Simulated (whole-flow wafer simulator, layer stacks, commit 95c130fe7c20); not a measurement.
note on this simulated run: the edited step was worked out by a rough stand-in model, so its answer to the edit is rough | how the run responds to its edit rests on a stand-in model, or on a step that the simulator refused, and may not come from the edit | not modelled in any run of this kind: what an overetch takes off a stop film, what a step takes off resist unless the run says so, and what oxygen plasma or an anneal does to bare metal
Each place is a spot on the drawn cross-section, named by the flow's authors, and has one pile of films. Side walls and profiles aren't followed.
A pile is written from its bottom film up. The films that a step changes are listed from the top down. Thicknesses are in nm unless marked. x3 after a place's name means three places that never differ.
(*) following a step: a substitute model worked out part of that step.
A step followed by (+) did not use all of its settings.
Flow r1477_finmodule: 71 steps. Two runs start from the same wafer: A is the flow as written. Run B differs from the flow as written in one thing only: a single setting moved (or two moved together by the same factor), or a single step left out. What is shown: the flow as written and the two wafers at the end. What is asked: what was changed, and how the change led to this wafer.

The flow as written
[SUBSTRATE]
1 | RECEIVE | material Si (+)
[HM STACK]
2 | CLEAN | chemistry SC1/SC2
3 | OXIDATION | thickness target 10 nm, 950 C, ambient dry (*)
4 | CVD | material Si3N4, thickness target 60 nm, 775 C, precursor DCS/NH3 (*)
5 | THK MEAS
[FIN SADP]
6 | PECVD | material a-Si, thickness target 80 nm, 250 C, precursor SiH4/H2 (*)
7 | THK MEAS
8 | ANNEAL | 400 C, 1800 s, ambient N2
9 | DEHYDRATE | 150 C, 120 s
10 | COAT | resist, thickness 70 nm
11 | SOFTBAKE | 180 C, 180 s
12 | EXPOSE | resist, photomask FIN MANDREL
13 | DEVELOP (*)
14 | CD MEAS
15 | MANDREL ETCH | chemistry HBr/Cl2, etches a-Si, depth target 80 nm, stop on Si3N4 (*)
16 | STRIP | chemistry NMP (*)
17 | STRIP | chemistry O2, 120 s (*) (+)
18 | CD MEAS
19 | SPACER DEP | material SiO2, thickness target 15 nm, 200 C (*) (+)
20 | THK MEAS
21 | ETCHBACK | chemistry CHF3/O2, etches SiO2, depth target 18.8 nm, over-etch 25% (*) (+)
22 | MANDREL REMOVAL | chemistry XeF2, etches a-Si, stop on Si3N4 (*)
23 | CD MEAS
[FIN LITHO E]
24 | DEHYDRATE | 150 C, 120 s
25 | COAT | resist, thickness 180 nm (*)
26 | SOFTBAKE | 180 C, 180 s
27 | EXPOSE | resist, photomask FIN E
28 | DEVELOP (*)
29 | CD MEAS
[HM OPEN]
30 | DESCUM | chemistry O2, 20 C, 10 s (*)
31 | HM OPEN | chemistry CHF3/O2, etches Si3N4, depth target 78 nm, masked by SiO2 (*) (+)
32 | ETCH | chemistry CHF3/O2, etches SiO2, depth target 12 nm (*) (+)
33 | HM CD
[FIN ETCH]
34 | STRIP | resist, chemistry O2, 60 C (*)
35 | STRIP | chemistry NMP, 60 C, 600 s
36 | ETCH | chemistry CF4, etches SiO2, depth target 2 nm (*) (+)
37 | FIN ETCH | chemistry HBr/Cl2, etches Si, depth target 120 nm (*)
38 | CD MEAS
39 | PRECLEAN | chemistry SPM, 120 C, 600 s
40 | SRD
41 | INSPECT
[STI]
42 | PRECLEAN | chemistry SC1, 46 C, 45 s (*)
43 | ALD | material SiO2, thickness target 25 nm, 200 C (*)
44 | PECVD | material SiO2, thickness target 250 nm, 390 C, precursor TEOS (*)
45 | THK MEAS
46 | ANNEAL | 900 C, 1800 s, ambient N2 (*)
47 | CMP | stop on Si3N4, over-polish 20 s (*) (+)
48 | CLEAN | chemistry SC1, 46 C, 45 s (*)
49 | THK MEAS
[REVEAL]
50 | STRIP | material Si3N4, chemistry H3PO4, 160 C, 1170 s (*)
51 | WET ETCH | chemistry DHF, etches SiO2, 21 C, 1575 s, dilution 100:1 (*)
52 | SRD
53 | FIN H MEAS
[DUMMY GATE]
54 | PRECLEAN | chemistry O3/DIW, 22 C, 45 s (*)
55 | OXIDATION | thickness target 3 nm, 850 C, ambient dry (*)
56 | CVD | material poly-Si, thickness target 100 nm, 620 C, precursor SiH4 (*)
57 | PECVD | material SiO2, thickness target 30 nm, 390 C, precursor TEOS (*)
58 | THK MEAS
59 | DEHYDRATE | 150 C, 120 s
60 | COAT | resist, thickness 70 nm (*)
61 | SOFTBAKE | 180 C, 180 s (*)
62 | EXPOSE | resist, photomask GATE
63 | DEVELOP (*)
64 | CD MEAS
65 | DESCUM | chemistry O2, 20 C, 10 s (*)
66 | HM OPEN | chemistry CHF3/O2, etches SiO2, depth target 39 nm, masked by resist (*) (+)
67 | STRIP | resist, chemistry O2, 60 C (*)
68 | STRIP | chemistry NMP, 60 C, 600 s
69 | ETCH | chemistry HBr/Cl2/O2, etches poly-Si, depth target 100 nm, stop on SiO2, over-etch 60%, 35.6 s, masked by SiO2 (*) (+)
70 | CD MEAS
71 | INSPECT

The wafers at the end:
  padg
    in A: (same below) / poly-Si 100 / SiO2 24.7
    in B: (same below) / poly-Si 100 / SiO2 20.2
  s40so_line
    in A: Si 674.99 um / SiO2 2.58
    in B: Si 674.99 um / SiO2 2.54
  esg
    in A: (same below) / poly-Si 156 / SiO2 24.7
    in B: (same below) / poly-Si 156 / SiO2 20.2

The reason: step 57, PECVD: thickness target 25.5 nm was run, whereas the flow has thickness target 30 nm.

Step by step, how the change led to this:
  57 | PECVD | material SiO2, thickness target 30 nm, 390 C, precursor TEOS (*)
      pad, padg, elg and 33 more: A +30 SiO2 (new film) | B +25.5 SiO2 (new film)
  66 | HM OPEN | chemistry CHF3/O2, etches SiO2, depth target 39 nm, masked by resist (*) (+)
      pad, elo, eso and 15 more: A -30 SiO2 (all of it), -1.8 poly-Si | B -25.5 SiO2 (all of it), -2.55 poly-Si
  67 | STRIP | resist, chemistry O2, 60 C (*)
      padg, elg, esg: A -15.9 resist (all of it) | B -16.6 resist (all of it)
      e40lg, e100lg, e200lg: A -12.8 resist (all of it) | B -13.5 resist (all of it)
      (and at 7 other places as well)
